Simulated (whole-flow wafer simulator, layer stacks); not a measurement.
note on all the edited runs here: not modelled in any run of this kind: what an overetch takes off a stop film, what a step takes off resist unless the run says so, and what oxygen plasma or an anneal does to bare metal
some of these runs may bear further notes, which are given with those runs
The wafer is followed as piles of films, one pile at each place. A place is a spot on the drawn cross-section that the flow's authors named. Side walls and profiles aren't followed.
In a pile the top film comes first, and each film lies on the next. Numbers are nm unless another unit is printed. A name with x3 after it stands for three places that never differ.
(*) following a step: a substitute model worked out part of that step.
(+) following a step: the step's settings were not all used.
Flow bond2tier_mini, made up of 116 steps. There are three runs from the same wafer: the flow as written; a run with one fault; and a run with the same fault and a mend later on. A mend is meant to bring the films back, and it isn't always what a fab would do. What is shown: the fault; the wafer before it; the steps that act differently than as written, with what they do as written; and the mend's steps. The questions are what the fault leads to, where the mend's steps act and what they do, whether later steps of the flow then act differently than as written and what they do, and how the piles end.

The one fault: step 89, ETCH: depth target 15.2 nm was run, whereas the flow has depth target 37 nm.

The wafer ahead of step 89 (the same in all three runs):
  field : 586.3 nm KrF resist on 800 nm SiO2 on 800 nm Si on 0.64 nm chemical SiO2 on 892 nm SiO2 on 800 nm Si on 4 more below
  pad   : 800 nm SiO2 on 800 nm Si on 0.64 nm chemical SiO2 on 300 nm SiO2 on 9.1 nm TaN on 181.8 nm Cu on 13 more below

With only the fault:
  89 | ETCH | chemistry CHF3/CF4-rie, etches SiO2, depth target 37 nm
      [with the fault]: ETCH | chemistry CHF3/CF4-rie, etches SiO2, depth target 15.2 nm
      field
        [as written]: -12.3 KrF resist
        [with the fault]: -5.07 KrF resist
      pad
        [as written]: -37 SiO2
        [with the fault]: -15.2 SiO2
  Steps later in the flow that act otherwise than as written (not shown: 3 more steps that differ only slightly, by at most 2% or 0.5 nm, whichever is larger):
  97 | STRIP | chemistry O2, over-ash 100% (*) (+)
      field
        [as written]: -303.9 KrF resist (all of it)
        [with the fault]: -313.1 KrF resist (all of it)
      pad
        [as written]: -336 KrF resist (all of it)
        [with the fault]: -326.3 KrF resist (all of it)
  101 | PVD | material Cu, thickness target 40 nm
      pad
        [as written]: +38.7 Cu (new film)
        [with the fault]: +39.5 Cu (new film)
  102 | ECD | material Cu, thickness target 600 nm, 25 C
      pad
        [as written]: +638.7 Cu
        [with the fault]: +615.8 Cu
  The piles end different from the flow's at pad by more than 2% or 0.5 nm, whichever is larger.
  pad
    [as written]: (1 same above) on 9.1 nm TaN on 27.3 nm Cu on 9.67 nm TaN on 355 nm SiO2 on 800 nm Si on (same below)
    [with the fault]: (1 same above) on 9.1 nm TaN on 5.33 nm Cu on 9.87 nm TaN on 376.8 nm SiO2 on 800 nm Si on (same below)

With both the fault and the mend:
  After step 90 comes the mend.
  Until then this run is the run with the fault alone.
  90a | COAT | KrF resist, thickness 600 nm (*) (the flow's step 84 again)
      field
        +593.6 KrF resist (new film)
      pad
        +606.7 KrF resist (new film)
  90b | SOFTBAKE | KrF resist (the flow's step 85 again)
      alters no film at any place that is followed
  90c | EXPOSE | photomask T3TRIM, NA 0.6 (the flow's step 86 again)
      alters no film at any place that is followed
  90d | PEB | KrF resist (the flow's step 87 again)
      alters no film at any place that is followed
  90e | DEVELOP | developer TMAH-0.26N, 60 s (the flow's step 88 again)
      field
        -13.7 KrF resist
      pad
        -606.7 KrF resist (all of it)
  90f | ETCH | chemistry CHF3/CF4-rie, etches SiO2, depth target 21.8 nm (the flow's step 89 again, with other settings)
      field
        -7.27 KrF resist
      pad
        -21.8 SiO2
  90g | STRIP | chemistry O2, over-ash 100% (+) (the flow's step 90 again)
      field
        -572.5 KrF resist (all of it)
  Later steps of the flow that are run all act as written at every place that is followed.
  The piles end the same as the flow's at every place that both follow.
